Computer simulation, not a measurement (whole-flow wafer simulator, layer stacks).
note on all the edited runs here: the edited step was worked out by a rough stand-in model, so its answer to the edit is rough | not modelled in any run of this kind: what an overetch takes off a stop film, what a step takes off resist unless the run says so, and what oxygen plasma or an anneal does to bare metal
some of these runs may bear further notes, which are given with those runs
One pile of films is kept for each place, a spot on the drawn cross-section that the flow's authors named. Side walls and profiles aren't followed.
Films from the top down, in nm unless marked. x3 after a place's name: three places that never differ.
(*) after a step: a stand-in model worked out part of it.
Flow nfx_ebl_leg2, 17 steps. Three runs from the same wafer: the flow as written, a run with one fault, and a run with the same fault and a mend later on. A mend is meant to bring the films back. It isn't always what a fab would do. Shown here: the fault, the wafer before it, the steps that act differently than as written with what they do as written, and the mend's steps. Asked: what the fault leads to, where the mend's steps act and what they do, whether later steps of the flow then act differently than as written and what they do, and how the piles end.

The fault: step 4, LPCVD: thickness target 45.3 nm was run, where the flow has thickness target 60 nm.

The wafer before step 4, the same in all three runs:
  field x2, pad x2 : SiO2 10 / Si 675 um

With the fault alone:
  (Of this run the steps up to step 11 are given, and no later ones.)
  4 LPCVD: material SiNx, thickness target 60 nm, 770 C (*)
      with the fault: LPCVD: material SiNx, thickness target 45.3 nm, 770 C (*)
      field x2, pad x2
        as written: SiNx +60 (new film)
        with the fault: SiNx +45.3 (new film)
  No later step of the flow up to step 11 acts differently than as written at any place that is followed.
  After step 11 the piles differ from the flow's by more than 2% or 0.5 nm, whichever is larger, at field x2, pad x2.
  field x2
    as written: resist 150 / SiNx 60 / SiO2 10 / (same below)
    with the fault: resist 150 / SiNx 45.3 / SiO2 10 / (same below)
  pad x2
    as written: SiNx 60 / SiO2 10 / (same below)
    with the fault: SiNx 45.3 / SiO2 10 / (same below)

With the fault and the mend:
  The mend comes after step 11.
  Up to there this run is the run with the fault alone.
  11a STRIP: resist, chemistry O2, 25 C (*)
      field x2
        resist -150 (all of it)
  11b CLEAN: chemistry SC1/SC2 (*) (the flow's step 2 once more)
      changes no film at any place that is followed
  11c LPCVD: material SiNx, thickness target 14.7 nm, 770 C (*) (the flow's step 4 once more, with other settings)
      field x2, pad x2
        SiNx +14.7
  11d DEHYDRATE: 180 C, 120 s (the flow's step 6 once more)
      changes no film at any place that is followed
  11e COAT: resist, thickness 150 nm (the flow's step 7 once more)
      field x2, pad x2
        resist +150 (new film)
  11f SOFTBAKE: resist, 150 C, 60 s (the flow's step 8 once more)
      changes no film at any place that is followed
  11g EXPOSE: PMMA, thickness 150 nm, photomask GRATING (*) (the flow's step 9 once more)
      changes no film at any place that is followed
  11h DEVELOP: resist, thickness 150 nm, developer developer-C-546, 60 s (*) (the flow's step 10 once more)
      pad x2
        resist -150 (all of it)
  No later step of the flow acts differently than as written at any place that is followed.
  At the end the piles are the same as the flow's at every place that both follow.
